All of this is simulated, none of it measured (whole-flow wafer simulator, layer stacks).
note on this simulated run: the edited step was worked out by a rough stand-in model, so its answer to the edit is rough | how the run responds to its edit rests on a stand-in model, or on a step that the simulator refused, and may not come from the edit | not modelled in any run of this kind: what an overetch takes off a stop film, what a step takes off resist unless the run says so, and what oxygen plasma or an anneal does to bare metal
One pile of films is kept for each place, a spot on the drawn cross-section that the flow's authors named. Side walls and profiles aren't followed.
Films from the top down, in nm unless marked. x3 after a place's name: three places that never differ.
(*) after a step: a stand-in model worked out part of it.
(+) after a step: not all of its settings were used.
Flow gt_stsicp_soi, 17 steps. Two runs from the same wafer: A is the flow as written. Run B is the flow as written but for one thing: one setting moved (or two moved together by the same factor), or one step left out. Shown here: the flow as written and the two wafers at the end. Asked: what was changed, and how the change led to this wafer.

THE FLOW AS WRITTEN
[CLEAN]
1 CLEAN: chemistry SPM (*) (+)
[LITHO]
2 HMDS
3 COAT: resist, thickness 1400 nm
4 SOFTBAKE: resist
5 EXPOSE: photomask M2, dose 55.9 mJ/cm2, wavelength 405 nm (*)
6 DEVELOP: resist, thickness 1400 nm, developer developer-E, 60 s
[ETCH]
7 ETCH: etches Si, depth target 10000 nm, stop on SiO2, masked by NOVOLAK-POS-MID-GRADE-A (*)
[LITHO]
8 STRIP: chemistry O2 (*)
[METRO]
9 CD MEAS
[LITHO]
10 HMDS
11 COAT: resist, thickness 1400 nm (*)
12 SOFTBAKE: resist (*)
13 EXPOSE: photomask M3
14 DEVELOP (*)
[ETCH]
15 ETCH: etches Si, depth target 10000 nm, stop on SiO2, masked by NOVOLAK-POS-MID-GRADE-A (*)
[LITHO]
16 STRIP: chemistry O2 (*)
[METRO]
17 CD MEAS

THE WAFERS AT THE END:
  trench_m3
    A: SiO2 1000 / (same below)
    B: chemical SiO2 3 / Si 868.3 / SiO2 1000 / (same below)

The cause: step 15, ETCH: depth target 9130 nm was run, where the flow has depth target 10000 nm.

How the change led to this, step by step:
  15 ETCH: etches Si, depth target 10000 nm, stop on SiO2, masked by NOVOLAK-POS-MID-GRADE-A (*)
      trench_m3: A chemical SiO2 -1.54 (all of it), Si -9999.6 (all of it) | B chemical SiO2 -1.54 (all of it), Si -9130
      field, trench_m2: A resist -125 | B resist -114.1
  16 STRIP: chemistry O2 (*)
      trench_m3: A nothing | B chemical SiO2 +3 (new film), Si -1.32
